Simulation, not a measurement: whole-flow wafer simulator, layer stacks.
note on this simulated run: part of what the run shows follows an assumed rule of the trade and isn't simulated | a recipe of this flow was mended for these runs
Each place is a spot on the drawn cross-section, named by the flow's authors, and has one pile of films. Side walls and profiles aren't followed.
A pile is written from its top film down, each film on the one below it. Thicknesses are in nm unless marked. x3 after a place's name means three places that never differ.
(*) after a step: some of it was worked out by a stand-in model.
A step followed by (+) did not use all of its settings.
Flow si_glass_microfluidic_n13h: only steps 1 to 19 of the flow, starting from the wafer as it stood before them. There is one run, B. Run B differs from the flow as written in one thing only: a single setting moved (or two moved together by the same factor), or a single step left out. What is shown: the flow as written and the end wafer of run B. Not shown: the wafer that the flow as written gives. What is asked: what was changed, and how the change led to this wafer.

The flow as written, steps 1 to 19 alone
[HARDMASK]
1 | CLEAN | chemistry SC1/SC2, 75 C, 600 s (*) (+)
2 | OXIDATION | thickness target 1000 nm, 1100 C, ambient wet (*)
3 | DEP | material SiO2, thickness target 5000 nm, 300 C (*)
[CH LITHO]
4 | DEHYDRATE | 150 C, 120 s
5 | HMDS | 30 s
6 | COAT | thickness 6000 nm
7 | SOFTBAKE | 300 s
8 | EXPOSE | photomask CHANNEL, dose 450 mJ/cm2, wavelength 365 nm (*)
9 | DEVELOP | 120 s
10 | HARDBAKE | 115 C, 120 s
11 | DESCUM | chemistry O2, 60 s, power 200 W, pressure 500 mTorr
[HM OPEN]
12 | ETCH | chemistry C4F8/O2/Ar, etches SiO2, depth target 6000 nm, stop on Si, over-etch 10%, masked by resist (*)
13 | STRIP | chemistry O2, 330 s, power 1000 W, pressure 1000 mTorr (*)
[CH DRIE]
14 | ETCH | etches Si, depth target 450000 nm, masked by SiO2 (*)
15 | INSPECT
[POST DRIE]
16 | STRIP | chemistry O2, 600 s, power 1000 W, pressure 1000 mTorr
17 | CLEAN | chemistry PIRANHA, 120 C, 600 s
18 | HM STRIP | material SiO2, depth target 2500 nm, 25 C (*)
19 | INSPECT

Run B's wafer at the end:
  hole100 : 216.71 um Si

Cause: step 12, ETCH: depth target 4680 nm was run, though the flow has depth target 6000 nm.

How this came from the change, step by step:
  12 | ETCH | chemistry C4F8/O2/Ar, etches SiO2, depth target 6000 nm, stop on Si, over-etch 10%, masked by resist (*)
      hole100: -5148 SiO2 (in the flow as written it would be: -6000 SiO2 (all of it), -75 Si)
      land: -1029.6 thick-i-line-resist (in the flow as written it would be: -1320 thick-i-line-resist)
  13 | STRIP | chemistry O2, 330 s, power 1000 W, pressure 1000 mTorr (*)
      hole100: nothing (in the flow as written it would be: +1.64 chemical SiO2 (new film), -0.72 Si)
      land: -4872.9 thick-i-line-resist (all of it) (in the flow as written it would be: -4582.5 thick-i-line-resist (all of it))
  14 | ETCH | etches Si, depth target 450000 nm, masked by SiO2 (*)
      hole100: -852 SiO2 (all of it), -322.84 um Si (in the flow as written it would be: -1.64 chemical SiO2 (all of it), -450.64 um Si)
